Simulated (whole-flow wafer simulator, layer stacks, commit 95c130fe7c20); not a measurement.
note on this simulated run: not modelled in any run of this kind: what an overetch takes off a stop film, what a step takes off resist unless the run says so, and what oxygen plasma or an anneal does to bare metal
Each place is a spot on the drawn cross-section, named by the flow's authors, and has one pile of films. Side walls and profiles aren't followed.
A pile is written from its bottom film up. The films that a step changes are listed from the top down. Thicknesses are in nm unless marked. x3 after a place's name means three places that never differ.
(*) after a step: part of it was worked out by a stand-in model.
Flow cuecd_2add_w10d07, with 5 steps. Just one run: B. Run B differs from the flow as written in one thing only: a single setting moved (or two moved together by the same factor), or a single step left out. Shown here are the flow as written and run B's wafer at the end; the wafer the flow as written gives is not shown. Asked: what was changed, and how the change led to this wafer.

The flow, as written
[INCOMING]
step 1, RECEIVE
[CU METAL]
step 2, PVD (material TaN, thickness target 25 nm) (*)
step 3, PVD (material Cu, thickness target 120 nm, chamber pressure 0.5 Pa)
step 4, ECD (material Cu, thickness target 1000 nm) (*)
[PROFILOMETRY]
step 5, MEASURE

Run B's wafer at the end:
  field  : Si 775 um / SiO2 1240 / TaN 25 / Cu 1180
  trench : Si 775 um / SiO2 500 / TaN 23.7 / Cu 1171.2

Cause: step 3, PVD: thickness target 180 nm was run, while the flow as written has thickness target 120 nm.

The path from the change to this, step by step:
  step 3, PVD (material Cu, thickness target 120 nm, chamber pressure 0.5 Pa)
      field: Cu gains 180 (new film) (as written it would have been: Cu gains 120 (new film))
      trench: Cu gains 171.2 (new film) (as written it would have been: Cu gains 114 (new film))
